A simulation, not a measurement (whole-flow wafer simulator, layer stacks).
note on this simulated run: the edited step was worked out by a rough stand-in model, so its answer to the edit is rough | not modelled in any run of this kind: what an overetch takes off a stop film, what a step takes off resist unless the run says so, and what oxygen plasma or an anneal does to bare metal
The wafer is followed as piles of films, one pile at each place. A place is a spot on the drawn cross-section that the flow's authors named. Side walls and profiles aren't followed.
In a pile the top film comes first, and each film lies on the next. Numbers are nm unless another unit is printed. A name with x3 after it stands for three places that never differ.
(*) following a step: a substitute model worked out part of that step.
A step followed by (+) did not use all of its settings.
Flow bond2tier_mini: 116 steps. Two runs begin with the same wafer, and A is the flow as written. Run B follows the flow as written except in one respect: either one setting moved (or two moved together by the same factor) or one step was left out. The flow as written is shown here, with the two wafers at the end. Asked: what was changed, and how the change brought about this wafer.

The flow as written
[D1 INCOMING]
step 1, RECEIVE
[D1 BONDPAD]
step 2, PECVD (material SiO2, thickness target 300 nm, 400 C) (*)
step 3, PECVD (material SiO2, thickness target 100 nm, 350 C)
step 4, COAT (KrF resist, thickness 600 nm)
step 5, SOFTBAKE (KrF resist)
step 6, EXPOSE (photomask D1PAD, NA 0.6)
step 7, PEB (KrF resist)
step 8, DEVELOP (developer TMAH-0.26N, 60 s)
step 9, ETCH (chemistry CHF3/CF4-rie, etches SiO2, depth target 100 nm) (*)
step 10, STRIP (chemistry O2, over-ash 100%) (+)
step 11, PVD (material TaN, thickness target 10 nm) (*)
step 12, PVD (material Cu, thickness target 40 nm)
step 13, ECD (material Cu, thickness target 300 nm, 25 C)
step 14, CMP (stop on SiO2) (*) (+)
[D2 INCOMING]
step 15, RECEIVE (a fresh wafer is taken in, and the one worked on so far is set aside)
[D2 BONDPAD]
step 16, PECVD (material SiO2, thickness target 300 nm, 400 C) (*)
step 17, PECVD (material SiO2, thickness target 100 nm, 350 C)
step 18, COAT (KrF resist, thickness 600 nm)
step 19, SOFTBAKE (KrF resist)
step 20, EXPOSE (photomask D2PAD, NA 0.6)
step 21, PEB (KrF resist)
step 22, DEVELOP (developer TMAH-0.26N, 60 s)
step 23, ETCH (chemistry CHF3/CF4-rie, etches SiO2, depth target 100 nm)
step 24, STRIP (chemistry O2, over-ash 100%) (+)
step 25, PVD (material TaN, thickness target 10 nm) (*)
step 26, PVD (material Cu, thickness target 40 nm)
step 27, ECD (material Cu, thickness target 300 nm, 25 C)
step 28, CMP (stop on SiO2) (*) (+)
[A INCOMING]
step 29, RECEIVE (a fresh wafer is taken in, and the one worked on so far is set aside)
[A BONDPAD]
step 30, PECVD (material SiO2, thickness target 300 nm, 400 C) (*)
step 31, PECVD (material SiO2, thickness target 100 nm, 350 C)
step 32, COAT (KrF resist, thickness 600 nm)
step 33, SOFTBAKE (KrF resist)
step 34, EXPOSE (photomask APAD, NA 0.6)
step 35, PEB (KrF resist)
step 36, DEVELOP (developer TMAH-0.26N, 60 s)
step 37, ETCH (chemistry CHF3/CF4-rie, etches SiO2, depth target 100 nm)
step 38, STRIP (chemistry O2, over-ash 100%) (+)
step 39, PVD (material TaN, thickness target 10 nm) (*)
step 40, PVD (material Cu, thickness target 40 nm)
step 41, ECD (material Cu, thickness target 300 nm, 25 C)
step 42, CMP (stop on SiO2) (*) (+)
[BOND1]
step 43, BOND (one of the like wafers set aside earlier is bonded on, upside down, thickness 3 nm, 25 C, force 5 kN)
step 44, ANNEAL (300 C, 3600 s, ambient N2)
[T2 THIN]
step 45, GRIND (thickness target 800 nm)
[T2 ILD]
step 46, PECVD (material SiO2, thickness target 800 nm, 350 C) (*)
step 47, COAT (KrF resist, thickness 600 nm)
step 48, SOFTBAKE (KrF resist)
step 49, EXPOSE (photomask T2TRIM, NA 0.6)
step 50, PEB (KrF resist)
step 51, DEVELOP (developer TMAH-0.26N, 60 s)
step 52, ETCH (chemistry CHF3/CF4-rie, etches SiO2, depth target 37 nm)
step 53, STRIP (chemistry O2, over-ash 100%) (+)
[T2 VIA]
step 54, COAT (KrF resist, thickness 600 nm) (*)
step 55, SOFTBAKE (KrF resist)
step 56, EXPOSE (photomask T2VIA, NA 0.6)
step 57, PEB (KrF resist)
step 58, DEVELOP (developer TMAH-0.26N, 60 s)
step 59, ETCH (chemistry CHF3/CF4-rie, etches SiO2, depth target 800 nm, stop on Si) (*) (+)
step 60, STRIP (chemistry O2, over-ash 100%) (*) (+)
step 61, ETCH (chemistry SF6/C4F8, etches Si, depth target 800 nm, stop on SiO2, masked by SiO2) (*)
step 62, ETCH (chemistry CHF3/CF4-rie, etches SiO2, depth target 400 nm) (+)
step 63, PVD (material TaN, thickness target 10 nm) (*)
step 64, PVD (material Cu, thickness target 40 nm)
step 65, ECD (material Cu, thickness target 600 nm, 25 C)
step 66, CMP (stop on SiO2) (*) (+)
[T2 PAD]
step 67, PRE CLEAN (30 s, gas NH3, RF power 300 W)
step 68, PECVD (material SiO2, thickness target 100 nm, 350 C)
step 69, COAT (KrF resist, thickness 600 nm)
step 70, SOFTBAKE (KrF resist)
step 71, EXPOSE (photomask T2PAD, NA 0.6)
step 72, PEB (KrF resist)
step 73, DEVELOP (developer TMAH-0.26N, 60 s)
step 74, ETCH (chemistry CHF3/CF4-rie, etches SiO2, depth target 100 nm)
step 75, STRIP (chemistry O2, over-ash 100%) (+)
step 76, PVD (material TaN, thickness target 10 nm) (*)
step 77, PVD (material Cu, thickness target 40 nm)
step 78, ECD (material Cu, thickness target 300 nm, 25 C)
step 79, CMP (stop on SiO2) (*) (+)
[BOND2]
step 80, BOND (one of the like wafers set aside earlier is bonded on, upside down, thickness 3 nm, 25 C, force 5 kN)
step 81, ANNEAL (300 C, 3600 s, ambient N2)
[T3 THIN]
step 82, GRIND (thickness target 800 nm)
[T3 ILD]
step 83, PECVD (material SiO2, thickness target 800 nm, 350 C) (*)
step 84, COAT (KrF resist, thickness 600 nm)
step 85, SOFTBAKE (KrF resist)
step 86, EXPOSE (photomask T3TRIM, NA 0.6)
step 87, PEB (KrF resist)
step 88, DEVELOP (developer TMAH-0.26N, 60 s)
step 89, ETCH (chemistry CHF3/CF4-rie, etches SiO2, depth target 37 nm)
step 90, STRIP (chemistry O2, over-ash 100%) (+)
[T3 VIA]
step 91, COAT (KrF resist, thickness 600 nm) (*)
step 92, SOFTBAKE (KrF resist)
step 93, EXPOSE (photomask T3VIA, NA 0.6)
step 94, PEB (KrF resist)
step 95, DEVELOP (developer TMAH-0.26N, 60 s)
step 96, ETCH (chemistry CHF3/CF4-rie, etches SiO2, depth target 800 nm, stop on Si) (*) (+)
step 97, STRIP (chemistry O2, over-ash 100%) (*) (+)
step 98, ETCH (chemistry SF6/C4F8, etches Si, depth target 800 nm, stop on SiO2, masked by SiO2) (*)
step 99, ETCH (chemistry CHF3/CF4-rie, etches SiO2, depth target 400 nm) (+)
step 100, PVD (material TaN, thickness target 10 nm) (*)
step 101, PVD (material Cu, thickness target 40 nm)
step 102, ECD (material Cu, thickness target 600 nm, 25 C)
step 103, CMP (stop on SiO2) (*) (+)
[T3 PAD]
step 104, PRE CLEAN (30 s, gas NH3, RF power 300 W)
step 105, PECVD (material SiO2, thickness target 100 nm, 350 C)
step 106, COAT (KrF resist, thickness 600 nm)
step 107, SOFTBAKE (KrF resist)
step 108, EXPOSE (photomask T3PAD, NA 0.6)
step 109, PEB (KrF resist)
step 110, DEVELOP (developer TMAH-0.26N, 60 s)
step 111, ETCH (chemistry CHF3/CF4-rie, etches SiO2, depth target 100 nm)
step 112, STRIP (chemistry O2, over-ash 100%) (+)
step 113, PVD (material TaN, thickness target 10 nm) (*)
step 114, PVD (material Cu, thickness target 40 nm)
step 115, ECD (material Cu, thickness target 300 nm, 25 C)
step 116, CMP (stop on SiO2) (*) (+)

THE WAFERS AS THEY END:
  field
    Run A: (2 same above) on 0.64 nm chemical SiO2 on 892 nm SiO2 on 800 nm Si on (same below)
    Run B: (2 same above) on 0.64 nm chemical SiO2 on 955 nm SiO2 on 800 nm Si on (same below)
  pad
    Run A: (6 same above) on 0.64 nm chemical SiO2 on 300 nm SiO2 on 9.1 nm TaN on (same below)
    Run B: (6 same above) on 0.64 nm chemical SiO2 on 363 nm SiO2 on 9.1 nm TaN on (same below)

Cause: step 16, PECVD: thickness target 363 nm was run, though the flow has thickness target 300 nm.
The wafer itself shows it: pad has SiO2 363, and step 16 as written asks for 300 nm.

The path from the change to this, step by step:
  step 16, PECVD (material SiO2, thickness target 300 nm, 400 C) (*)
      field, pad, via: A SiO2 gains 300 (new film) | B SiO2 gains 363 (new film)
  step 80, BOND (one of the like wafers set aside earlier is bonded on, upside down, thickness 3 nm, 25 C, force 5 kN)
      field: A Si gains 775 um (new film), chemical SiO2 gains 0.64 (new film), SiO2 gains 400 | B Si gains 775 um (new film), chemical SiO2 gains 0.64 (new film), SiO2 gains 463
      pad: A Si gains 775 um (new film), chemical SiO2 gains 0.64 (new film), SiO2 gains 300 (new film), TaN gains 9.1 (new film), Cu gains 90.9 | B Si gains 775 um (new film), chemical SiO2 gains 0.64 (new film), SiO2 gains 363 (new film), TaN gains 9.1 (new film), Cu gains 90.9
